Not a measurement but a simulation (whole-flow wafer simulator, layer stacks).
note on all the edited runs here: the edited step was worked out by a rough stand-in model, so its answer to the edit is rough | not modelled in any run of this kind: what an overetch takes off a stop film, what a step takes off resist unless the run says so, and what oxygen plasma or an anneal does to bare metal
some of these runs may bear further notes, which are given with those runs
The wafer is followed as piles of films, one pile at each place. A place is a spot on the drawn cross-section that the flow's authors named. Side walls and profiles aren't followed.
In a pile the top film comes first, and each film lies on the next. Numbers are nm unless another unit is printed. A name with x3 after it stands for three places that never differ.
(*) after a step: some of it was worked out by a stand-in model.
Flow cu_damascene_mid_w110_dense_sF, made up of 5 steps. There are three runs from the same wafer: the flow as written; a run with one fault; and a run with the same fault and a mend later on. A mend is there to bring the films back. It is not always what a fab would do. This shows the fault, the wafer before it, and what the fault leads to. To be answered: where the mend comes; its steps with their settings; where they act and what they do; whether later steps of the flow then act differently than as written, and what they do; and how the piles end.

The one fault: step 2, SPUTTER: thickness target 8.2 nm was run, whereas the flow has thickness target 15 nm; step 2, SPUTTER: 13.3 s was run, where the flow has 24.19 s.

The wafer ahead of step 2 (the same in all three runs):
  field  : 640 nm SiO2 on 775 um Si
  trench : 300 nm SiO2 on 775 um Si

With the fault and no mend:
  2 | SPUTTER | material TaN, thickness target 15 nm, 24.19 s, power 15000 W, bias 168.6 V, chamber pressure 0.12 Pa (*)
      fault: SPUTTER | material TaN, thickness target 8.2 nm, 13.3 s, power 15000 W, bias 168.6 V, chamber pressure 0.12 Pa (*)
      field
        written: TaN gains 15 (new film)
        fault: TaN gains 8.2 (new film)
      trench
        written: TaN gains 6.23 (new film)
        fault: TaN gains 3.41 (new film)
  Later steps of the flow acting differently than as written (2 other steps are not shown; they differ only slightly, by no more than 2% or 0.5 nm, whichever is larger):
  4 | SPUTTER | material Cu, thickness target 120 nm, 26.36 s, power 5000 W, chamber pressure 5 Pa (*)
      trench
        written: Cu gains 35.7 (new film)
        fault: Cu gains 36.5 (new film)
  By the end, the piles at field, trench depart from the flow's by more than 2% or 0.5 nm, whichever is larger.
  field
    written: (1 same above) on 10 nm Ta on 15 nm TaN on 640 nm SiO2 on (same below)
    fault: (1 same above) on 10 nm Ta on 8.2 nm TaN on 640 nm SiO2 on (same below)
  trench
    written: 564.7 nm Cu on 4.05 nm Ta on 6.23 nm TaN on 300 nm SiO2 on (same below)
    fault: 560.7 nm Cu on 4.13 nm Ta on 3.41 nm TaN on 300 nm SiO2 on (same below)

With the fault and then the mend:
  The mend stands after step 2.
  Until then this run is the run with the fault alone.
  2a | SPUTTER | material TaN, thickness target 6.8 nm, 10.97 s, power 15000 W, bias 168.6 V, chamber pressure 0.12 Pa (*) (the flow's step 2 again, with other settings)
      field
        TaN gains 6.8
      trench
        TaN gains 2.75
  Later steps of the flow that are run all act as written at every place that is followed, up to a difference of at most 2% or 0.5 nm, whichever is larger.
  The piles end only slightly different from the flow's at the places that both follow, by no more than 2% or 0.5 nm, whichever is larger.
